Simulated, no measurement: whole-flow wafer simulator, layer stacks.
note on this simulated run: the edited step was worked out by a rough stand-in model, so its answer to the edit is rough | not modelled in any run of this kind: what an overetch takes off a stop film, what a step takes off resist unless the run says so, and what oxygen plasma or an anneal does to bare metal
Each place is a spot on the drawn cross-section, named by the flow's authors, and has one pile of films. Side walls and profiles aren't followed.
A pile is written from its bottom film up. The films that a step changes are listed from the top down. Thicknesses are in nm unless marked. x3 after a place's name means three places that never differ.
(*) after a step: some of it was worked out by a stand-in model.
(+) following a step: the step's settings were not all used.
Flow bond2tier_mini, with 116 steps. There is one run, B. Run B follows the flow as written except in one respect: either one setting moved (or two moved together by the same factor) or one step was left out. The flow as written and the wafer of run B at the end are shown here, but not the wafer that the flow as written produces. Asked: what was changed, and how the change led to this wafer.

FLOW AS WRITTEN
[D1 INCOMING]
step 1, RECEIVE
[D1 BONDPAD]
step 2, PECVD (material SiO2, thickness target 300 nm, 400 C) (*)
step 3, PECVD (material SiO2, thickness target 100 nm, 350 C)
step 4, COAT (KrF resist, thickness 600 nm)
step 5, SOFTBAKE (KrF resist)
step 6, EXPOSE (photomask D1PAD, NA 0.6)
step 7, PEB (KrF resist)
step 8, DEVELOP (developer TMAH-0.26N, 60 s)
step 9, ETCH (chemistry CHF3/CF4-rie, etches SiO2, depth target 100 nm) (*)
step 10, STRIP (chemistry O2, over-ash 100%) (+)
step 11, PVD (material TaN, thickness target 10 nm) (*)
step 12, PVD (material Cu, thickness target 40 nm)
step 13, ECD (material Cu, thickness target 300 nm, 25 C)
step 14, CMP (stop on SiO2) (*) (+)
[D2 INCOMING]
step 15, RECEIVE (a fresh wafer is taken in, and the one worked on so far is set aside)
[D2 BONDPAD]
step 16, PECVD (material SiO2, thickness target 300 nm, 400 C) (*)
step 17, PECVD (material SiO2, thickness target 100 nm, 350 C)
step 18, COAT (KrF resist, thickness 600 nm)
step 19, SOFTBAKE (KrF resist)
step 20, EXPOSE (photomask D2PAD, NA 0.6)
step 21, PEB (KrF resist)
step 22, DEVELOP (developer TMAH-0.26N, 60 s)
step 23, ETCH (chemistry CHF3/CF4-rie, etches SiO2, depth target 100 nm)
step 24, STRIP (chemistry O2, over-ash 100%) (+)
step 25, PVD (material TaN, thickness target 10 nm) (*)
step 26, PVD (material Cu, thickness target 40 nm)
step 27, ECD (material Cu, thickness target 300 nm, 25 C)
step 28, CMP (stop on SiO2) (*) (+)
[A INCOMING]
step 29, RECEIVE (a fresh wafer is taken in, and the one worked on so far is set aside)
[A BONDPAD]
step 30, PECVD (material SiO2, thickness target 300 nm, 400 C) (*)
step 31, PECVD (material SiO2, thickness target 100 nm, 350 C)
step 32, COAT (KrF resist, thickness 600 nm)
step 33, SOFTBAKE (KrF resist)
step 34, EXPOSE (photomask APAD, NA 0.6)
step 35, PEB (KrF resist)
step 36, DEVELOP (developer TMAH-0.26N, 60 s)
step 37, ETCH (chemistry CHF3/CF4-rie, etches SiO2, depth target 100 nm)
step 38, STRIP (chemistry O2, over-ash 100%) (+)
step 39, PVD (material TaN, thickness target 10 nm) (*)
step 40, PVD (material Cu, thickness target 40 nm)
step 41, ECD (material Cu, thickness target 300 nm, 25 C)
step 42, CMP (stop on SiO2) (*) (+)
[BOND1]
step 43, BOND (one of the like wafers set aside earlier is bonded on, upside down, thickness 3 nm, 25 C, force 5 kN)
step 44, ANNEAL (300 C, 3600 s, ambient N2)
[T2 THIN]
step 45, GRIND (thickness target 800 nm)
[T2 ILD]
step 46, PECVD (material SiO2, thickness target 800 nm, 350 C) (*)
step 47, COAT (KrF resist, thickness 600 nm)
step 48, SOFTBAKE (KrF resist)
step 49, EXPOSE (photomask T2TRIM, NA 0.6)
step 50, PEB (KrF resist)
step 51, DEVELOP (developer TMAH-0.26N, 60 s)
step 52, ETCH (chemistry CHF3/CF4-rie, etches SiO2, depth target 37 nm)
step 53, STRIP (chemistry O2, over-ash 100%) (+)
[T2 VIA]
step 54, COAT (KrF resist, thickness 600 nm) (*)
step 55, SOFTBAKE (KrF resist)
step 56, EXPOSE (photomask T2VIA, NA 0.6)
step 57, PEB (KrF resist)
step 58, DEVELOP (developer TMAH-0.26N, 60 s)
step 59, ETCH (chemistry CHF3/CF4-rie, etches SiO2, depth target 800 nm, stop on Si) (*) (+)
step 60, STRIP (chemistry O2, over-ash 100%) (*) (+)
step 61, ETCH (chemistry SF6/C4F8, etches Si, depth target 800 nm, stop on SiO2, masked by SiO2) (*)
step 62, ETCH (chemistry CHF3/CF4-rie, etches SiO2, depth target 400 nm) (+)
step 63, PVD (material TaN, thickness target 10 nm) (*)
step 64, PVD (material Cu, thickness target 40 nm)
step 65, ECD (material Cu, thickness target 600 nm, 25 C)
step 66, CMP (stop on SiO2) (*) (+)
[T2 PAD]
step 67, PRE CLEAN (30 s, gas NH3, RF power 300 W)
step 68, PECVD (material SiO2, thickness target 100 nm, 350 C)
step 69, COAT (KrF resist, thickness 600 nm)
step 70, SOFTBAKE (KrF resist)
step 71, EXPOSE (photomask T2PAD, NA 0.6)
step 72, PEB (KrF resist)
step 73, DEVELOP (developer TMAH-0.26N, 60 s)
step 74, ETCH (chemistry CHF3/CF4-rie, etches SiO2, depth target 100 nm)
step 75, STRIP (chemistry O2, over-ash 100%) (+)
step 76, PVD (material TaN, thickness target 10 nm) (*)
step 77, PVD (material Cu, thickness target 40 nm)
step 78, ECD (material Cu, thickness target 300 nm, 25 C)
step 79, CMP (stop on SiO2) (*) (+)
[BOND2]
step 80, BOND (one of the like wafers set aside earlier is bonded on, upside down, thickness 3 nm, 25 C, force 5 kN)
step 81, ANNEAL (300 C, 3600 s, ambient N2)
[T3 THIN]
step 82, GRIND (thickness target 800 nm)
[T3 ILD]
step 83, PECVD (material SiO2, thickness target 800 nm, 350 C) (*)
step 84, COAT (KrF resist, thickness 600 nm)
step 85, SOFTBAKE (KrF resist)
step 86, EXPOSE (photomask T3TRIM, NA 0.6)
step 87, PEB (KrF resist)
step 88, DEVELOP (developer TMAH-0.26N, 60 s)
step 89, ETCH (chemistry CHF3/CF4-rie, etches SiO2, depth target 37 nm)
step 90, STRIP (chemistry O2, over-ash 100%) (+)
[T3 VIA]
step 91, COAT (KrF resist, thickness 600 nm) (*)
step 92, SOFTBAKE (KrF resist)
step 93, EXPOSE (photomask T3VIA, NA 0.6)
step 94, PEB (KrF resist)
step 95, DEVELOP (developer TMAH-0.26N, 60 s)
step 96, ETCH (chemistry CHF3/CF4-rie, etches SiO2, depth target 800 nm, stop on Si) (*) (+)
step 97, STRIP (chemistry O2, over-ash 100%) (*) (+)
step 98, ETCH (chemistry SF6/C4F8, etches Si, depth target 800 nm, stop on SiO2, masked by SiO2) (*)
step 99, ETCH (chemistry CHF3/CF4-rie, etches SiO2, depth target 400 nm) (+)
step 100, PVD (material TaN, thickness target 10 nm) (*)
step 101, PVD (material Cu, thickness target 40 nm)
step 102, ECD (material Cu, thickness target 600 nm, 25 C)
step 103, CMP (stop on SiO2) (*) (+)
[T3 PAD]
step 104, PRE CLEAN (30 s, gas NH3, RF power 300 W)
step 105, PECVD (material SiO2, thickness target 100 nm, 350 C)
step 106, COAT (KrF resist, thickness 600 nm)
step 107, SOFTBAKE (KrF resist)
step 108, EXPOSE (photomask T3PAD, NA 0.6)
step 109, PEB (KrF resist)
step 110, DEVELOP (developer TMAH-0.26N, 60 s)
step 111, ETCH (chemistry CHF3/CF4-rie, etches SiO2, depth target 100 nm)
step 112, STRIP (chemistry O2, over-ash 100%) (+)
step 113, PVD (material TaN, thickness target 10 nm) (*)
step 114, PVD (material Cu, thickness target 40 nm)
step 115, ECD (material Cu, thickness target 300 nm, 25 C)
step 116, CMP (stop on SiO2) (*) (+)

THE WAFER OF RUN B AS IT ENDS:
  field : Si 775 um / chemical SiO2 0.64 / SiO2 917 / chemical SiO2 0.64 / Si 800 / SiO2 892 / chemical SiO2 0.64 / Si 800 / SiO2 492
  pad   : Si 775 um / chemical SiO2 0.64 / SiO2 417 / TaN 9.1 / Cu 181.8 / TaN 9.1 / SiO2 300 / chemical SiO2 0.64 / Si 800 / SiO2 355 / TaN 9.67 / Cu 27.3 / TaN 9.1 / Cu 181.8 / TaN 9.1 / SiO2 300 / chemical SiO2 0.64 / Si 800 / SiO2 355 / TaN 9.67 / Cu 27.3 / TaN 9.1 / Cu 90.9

What caused this: step 30, PECVD: thickness target 417 nm was run, though the flow has thickness target 300 nm.
The wafer lets one read it off: pad has SiO2 417, and step 30 as written asks for 300 nm.

The path from the change to this, step by step:
  step 30, PECVD (material SiO2, thickness target 300 nm, 400 C) (*)
      field, pad, via: +417 SiO2 (new film) (it would be, as written: +300 SiO2 (new film))
